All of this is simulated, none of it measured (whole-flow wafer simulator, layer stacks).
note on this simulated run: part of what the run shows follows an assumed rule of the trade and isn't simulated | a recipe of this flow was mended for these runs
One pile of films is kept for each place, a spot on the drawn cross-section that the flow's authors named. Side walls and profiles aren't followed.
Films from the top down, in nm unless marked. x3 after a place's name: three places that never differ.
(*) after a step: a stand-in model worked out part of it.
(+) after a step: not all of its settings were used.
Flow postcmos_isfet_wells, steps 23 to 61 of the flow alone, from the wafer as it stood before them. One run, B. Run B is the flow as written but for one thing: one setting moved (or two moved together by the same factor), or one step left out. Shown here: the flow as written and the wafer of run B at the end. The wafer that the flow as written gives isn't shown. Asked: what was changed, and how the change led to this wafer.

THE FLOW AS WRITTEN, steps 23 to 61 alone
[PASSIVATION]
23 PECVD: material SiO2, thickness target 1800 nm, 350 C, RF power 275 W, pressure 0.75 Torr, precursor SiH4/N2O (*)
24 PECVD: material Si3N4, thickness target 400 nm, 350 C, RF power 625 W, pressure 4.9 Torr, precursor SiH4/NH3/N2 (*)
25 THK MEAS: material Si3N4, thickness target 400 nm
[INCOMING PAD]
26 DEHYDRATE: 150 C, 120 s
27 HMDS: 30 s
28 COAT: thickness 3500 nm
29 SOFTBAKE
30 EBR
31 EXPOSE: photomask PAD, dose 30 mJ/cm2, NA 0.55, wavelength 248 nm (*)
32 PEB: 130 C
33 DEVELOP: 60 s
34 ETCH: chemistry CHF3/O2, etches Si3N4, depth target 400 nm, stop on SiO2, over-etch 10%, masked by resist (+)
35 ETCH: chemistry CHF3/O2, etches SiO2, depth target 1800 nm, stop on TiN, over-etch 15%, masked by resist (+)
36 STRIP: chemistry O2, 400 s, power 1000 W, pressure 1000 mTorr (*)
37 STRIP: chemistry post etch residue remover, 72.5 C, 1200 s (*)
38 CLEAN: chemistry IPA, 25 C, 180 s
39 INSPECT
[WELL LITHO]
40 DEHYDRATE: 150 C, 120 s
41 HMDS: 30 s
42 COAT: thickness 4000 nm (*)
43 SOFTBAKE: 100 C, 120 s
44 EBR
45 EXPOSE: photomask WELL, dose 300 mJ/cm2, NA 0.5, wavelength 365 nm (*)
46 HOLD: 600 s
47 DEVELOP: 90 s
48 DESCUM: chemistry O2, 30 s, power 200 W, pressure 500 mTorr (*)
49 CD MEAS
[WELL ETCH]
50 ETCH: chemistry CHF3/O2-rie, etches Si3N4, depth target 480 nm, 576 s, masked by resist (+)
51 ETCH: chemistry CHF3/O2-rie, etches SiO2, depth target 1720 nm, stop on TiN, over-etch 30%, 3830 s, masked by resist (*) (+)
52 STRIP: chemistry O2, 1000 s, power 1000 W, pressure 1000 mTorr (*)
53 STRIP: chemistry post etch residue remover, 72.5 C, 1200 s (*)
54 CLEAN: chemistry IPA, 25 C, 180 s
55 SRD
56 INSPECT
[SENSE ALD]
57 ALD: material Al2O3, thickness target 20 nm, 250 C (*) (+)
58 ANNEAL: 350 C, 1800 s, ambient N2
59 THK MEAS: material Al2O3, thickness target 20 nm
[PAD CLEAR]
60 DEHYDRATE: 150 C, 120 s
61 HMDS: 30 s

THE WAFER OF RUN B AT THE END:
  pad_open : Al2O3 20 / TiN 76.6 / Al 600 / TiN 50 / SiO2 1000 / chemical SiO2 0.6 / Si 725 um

The cause: step 34, ETCH: depth target 360 nm was run, where the flow has depth target 400 nm.

How the change led to this, step by step:
  34 ETCH: chemistry CHF3/O2, etches Si3N4, depth target 400 nm, stop on SiO2, over-etch 10%, masked by resist (+)
      pad_open: Si3N4 -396 (as written it would be: Si3N4 -400 (all of it), SiO2 -20)
      field, margin x2, well900 x4, pad_clr: thick-KrF-resist -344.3 (as written it would be: thick-KrF-resist -382.6)
  35 ETCH: chemistry CHF3/O2, etches SiO2, depth target 1800 nm, stop on TiN, over-etch 15%, masked by resist (+)
      pad_open: Si3N4 -4 (all of it), SiO2 -1800 (all of it), TiN -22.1 (as written it would be: SiO2 -1780 (all of it), TiN -24.2)
